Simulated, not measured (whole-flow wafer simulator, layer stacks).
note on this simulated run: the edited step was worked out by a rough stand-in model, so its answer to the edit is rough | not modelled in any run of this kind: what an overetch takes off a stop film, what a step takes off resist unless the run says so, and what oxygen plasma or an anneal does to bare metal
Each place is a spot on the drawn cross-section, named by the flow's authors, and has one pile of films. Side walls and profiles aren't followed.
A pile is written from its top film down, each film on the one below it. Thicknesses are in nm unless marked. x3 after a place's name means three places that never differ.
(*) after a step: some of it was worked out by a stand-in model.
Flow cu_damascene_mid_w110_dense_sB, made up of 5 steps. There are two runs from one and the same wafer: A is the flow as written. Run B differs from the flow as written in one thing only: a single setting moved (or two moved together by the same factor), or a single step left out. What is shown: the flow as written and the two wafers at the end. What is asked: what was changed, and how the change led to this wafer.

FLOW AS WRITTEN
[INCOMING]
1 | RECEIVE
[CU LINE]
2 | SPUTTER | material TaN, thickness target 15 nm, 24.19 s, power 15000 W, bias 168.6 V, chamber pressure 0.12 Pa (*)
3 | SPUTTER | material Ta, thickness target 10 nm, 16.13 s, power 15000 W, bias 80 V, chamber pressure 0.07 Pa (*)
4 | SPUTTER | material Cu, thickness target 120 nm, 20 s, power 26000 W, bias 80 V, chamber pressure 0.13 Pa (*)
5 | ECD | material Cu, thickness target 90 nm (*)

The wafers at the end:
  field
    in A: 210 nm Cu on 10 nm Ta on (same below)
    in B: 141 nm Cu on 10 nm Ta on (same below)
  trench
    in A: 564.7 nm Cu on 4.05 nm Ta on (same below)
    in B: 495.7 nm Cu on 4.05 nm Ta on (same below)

What caused this: step 4, SPUTTER: thickness target 51 nm was run, whereas the flow has thickness target 120 nm; step 4, SPUTTER: 8.5 s was run, where the flow has 20 s.

Step by step, how the change led to this:
  4 | SPUTTER | material Cu, thickness target 120 nm, 20 s, power 26000 W, bias 80 V, chamber pressure 0.13 Pa (*)
      field: A Cu gains 120 (new film) | B Cu gains 51 (new film)
      trench: A Cu gains 49.9 (new film) | B Cu gains 21.2 (new film)
  5 | ECD | material Cu, thickness target 90 nm (*)
      trench: A Cu gains 514.8 | B Cu gains 474.5
